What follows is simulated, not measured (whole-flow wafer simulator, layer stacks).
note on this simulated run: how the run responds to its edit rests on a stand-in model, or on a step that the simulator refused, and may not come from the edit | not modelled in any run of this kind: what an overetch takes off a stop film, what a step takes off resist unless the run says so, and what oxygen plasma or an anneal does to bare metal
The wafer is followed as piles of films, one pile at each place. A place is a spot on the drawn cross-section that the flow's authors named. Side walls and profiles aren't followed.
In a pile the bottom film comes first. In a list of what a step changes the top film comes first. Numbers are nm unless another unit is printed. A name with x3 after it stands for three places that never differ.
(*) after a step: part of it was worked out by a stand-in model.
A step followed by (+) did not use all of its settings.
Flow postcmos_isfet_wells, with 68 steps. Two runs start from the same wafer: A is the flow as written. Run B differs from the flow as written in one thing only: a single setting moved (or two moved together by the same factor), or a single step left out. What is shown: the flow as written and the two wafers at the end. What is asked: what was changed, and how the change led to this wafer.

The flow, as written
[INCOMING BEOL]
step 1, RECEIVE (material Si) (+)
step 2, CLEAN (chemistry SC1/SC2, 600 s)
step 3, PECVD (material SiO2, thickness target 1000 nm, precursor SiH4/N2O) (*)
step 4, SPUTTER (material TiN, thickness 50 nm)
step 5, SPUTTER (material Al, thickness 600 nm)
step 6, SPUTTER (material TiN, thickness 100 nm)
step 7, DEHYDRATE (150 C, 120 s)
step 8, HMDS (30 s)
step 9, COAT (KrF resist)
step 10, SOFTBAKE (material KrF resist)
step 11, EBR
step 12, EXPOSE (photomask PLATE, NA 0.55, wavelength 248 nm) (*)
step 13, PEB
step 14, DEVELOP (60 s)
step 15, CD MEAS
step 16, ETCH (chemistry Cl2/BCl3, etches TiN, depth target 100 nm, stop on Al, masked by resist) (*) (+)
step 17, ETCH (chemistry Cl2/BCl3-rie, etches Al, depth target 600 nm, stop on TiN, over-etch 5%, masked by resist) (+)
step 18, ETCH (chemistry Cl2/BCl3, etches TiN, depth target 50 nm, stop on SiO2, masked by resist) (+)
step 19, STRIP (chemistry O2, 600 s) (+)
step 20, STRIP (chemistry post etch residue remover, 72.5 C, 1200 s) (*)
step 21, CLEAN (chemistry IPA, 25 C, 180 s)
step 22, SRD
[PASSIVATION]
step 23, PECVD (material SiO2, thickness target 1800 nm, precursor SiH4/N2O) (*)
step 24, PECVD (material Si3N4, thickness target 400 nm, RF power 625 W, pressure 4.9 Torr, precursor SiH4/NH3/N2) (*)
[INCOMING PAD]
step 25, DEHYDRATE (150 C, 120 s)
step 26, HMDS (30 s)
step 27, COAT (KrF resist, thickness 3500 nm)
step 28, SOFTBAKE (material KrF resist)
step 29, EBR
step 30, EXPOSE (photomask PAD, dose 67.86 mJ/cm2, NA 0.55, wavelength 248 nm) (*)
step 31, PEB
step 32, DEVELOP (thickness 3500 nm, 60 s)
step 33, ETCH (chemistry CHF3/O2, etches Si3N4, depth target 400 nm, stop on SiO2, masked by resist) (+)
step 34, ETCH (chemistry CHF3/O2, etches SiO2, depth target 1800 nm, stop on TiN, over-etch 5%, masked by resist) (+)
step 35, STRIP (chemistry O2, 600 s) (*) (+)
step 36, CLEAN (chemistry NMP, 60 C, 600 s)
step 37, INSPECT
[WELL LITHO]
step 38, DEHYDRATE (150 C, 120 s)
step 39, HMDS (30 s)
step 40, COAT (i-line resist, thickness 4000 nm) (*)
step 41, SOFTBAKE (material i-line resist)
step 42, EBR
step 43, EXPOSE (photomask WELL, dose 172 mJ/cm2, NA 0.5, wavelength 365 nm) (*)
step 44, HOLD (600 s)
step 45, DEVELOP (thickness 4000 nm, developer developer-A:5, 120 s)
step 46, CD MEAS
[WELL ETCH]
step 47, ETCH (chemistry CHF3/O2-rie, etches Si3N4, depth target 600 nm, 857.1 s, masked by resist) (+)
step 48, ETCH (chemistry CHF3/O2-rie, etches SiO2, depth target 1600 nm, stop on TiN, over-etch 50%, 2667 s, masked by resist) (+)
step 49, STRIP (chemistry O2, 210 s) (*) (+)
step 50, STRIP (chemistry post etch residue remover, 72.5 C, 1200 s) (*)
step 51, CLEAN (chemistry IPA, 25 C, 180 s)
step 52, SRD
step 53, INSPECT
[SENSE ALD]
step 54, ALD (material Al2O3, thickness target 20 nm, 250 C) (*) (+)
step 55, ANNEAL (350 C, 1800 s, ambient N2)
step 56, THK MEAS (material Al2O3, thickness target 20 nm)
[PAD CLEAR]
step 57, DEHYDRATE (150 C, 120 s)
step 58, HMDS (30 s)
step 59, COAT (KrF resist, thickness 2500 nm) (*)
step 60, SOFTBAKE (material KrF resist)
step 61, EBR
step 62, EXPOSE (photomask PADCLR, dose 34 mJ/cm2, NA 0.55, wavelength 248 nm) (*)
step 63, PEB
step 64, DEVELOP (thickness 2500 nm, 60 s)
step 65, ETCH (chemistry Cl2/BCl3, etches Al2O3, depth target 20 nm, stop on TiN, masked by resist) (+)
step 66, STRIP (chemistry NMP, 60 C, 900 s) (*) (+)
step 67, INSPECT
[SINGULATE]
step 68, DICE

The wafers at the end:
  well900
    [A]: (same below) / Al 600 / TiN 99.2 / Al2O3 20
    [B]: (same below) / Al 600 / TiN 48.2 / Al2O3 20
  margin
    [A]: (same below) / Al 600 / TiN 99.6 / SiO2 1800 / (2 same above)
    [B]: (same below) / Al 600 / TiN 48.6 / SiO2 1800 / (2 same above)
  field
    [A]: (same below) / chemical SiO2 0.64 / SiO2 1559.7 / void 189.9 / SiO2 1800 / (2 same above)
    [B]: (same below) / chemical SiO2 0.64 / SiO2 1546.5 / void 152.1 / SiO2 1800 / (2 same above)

The reason: step 6, SPUTTER: thickness 49 nm was run, whereas the flow has thickness 100 nm.

How this came from the change, step by step:
  step 6, SPUTTER (material TiN, thickness 100 nm)
      field, margin, well900, well1300 x3, pad_rim, pad_clr, pad_open: A TiN gains 100 (new film) | B TiN gains 49 (new film)
  step 16, ETCH (chemistry Cl2/BCl3, etches TiN, depth target 100 nm, stop on Al, masked by resist) (*) (+)
      margin, well900, well1300 x3, pad_rim, pad_clr, pad_open: A KrF resist loses 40 | B KrF resist loses 29.4
      field: A TiN loses 100 (all of it) | B TiN loses 49 (all of it)
  step 23, PECVD (material SiO2, thickness target 1800 nm, precursor SiH4/N2O) (*)
      field: A SiO2 gains 1800 (new film), void gains 189.9 (new film), SiO2 gains 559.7 | B SiO2 gains 1800 (new film), void gains 152.1 (new film), SiO2 gains 546.5
